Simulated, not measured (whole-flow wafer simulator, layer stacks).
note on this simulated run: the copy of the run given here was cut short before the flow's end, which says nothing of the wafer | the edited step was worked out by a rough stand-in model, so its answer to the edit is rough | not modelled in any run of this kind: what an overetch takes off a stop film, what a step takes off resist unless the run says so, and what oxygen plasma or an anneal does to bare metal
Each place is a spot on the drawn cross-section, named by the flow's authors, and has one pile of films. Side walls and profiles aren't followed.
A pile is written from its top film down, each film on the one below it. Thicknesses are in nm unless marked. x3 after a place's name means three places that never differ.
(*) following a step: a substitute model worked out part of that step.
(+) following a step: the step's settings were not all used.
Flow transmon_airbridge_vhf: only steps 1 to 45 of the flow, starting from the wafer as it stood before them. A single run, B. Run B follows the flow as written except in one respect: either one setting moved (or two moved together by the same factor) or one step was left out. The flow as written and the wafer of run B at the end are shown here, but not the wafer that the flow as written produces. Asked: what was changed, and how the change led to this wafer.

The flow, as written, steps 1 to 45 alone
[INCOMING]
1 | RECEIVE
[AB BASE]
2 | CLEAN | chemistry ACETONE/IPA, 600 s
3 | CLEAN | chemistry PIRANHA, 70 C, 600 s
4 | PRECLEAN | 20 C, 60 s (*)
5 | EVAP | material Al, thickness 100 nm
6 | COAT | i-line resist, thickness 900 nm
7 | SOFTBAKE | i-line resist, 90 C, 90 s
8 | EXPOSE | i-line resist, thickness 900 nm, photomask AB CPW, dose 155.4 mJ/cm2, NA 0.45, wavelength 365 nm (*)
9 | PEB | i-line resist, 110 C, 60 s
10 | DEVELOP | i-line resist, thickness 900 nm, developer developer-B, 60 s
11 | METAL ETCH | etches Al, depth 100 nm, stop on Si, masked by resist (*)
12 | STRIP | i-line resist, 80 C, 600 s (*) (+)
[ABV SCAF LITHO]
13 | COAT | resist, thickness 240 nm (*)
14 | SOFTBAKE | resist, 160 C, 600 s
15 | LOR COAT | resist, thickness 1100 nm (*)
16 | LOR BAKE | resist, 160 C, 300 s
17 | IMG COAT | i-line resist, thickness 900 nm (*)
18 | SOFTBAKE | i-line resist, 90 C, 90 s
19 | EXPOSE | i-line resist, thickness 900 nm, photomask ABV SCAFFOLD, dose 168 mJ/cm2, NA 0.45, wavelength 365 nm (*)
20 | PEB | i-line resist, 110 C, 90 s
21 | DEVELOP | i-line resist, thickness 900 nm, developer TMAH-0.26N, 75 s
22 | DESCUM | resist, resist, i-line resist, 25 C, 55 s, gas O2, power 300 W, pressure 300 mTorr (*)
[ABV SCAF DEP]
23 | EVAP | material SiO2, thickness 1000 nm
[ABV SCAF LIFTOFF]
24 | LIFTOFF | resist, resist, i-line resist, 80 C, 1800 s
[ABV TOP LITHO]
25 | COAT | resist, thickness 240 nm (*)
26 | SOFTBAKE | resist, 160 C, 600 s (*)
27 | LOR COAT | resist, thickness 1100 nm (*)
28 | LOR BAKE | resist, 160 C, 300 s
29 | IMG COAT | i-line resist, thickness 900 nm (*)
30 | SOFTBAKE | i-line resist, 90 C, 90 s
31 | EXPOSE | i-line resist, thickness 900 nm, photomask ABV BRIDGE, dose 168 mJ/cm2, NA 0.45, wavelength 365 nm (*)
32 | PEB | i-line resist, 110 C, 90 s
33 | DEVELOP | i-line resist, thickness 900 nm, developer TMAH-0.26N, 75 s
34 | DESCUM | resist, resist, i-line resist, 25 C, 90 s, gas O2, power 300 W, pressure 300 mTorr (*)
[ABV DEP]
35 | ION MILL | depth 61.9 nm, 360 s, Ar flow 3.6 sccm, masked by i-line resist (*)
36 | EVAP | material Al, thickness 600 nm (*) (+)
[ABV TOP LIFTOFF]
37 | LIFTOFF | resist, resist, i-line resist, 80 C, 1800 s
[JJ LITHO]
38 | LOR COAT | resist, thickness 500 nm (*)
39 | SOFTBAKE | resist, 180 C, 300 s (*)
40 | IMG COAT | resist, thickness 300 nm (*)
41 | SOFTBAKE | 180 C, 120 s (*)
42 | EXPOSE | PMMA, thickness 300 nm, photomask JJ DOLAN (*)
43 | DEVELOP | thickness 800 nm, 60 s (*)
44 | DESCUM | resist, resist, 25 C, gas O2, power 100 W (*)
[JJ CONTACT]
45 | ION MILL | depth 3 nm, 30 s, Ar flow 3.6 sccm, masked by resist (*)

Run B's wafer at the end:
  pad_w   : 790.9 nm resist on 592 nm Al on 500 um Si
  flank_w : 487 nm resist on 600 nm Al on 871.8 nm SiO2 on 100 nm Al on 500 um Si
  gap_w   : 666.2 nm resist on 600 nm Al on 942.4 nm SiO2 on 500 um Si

Cause: step 35, ION MILL: 576 s was run, while the flow as written has 360 s.

The path from the change to this, step by step:
  35 | ION MILL | depth 61.9 nm, 360 s, Ar flow 3.6 sccm, masked by i-line resist (*)
      field x3, jj_line, ground_far, trace_open_s x2, margin_s, margin_n: i-line resist loses 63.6 (it would be, as written: i-line resist loses 39.7)
      flank_w, gap_w, cpw_trace, gap_e, flank_e, bridge_strip: SiO2 loses 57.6 (it would be, as written: SiO2 loses 36)
      (and at 2 other places as well)
  37 | LIFTOFF | resist, resist, i-line resist, 80 C, 1800 s
      field x3, jj_line, trace_open_s x2: Al loses 600 (all of it), i-line resist loses 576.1 (all of it), resist loses 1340 (all of it) (it would be, as written: Al loses 600 (all of it), i-line resist loses 600 (all of it), resist loses 1340 (all of it))
      margin_s, margin_n: Al loses 600 (all of it), i-line resist loses 294.4 (all of it), resist loses 992 (all of it) (it would be, as written: Al loses 600 (all of it), i-line resist loses 318.3 (all of it), resist loses 992 (all of it))
      (and at 1 other place as well)
